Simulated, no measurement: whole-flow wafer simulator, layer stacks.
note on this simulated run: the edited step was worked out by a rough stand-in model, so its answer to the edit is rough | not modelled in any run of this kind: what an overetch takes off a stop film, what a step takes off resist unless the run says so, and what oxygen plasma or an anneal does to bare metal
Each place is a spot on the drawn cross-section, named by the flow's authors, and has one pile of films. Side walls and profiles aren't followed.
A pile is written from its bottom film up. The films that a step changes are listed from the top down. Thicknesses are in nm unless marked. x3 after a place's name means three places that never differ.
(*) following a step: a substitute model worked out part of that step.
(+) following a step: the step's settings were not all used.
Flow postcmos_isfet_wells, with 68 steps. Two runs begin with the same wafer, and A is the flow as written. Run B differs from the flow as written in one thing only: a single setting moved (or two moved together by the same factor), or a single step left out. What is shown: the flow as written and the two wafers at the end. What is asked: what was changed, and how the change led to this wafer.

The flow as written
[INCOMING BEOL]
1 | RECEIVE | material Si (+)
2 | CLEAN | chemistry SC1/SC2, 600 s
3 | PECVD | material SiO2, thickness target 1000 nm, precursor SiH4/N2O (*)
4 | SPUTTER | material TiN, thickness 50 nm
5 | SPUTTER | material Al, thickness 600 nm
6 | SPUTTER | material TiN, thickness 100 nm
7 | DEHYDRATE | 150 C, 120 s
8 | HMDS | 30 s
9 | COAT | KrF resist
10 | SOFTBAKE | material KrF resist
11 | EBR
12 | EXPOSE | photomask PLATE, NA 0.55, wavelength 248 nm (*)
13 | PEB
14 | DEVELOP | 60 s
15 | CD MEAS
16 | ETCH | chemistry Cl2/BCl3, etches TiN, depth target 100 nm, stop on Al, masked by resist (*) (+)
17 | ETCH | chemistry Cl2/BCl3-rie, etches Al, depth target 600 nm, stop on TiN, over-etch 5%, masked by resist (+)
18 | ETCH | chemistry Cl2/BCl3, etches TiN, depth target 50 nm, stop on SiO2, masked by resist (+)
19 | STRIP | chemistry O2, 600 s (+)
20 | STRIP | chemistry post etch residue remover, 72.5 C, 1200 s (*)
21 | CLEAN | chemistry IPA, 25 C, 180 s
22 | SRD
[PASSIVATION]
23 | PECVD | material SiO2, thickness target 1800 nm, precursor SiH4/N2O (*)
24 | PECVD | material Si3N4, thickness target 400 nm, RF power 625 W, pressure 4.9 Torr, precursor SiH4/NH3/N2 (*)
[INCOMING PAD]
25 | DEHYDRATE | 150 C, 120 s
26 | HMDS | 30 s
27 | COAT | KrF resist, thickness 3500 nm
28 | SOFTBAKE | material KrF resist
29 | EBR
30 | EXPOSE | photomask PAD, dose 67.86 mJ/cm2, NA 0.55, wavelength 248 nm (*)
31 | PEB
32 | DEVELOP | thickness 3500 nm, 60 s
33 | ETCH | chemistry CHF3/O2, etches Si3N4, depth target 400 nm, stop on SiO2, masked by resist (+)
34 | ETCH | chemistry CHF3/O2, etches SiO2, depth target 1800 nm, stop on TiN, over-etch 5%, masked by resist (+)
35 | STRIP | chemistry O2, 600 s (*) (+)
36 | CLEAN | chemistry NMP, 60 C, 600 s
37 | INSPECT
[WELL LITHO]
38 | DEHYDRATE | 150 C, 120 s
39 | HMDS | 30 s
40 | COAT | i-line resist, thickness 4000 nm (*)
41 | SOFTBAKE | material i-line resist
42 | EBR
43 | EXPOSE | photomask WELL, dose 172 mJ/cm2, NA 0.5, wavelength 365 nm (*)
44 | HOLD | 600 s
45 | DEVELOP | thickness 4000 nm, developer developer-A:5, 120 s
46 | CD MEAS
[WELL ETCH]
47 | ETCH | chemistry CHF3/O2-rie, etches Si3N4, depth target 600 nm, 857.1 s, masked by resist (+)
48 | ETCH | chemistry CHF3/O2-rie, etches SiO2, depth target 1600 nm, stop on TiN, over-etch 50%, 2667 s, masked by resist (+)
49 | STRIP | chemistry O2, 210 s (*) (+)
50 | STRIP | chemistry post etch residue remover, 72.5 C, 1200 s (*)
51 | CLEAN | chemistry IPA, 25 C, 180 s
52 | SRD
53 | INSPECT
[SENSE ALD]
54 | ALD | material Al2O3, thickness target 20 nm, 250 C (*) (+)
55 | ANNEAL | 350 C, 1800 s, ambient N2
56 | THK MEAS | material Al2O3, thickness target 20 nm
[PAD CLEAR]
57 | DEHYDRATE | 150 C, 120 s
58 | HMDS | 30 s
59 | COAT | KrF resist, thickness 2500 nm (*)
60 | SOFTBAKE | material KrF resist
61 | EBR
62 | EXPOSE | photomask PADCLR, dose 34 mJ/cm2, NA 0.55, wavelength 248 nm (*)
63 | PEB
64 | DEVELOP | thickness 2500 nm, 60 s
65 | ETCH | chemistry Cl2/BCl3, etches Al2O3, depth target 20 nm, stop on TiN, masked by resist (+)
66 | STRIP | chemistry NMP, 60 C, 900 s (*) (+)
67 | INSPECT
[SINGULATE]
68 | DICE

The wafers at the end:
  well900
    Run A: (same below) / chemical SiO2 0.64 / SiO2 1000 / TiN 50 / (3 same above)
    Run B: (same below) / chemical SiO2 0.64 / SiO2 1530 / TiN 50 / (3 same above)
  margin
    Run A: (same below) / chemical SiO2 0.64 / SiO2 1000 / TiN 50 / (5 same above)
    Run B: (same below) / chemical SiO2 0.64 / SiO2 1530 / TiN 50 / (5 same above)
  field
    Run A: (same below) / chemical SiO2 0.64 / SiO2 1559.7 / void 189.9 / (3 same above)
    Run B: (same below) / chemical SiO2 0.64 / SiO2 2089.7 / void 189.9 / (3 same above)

Cause: step 3, PECVD: thickness target 1530 nm was run, while the flow as written has thickness target 1000 nm.
The wafer lets one read it off: well900 has SiO2 1530, and step 3 as written asks for 1000 nm.

How this came from the change, step by step:
  3 | PECVD | material SiO2, thickness target 1000 nm, precursor SiH4/N2O (*)
      field, margin, well900, well1300 x3, pad_rim, pad_clr, pad_open: A +1000 SiO2 (new film) | B +1530 SiO2 (new film)
